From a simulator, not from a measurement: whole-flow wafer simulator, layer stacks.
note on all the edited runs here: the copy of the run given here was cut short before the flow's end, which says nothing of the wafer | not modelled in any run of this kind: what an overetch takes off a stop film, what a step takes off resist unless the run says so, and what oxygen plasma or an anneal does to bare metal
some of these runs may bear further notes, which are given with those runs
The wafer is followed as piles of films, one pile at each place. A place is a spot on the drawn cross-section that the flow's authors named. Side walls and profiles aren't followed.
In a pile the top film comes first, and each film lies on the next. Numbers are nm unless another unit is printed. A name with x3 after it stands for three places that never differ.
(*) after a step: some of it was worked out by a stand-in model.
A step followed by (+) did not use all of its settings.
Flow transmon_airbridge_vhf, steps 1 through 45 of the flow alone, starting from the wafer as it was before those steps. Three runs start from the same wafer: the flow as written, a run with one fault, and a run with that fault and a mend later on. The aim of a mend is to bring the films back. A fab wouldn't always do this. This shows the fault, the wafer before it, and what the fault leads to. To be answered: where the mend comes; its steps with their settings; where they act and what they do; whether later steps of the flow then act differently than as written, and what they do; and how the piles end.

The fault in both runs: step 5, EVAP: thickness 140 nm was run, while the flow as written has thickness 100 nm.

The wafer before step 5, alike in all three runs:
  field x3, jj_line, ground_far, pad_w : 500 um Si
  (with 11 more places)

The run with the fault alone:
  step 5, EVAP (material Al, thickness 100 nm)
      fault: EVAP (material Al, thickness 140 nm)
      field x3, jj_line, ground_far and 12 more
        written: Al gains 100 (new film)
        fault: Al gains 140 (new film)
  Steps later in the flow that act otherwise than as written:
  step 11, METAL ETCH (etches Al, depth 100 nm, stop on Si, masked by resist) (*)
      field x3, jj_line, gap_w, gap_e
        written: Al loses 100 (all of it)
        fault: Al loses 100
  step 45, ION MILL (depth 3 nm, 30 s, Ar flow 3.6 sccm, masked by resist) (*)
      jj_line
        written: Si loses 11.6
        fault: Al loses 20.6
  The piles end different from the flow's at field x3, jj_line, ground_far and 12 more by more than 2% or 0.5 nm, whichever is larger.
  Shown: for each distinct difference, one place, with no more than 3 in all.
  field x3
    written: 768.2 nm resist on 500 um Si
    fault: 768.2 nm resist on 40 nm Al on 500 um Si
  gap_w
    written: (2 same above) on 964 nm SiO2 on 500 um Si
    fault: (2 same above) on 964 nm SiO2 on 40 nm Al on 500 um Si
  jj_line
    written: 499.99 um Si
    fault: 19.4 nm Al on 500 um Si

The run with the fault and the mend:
  The mend follows step 10.
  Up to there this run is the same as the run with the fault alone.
  step 11, METAL ETCH (etches Al, depth 140 nm, stop on Si, masked by resist) (*) (the flow's step 11, where the flow has depth 100 nm)
      ground_far, pad_w, flank_w and 8 more
        i-line resist loses 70
      field x3, jj_line, gap_w, gap_e
        Al loses 140 (all of it)
  Steps later in the flow that act otherwise than as written (14 other steps are not shown; they differ only slightly, by no more than 2% or 0.5 nm, whichever is larger):
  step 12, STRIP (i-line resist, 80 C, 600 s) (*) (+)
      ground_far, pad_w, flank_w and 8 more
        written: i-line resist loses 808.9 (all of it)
        mend: i-line resist loses 788.9 (all of it)
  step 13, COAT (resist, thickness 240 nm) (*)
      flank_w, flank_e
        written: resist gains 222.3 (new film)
        mend: resist gains 216.4 (new film)
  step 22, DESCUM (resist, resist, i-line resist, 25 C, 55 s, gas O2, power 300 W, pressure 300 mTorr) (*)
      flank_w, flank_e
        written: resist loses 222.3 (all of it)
        mend: resist loses 216.4 (all of it)
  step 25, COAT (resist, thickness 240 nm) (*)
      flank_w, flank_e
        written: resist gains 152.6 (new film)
        mend: resist gains 147.9 (new film)
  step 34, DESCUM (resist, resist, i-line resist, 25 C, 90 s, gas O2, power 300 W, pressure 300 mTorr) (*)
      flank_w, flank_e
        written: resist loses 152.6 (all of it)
        mend: resist loses 147.9 (all of it)
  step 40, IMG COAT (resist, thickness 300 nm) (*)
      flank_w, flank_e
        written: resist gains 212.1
        mend: resist gains 206.7
  The piles end different from the flow's at ground_far, pad_w, flank_w and 8 more by more than 2% or 0.5 nm, whichever is larger.
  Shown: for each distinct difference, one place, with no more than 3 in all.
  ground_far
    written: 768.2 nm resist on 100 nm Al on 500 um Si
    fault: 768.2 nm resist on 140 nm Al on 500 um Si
    mend: 768.2 nm resist on 140 nm Al on 500 um Si
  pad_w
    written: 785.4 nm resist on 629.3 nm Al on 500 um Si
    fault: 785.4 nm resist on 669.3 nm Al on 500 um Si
    mend: 783.8 nm resist on 669.3 nm Al on 500 um Si
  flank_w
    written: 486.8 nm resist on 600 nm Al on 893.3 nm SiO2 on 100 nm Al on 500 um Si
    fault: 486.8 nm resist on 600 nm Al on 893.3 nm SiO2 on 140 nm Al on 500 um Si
    mend: 477.3 nm resist on 600 nm Al on 893.6 nm SiO2 on 140 nm Al on 500 um Si
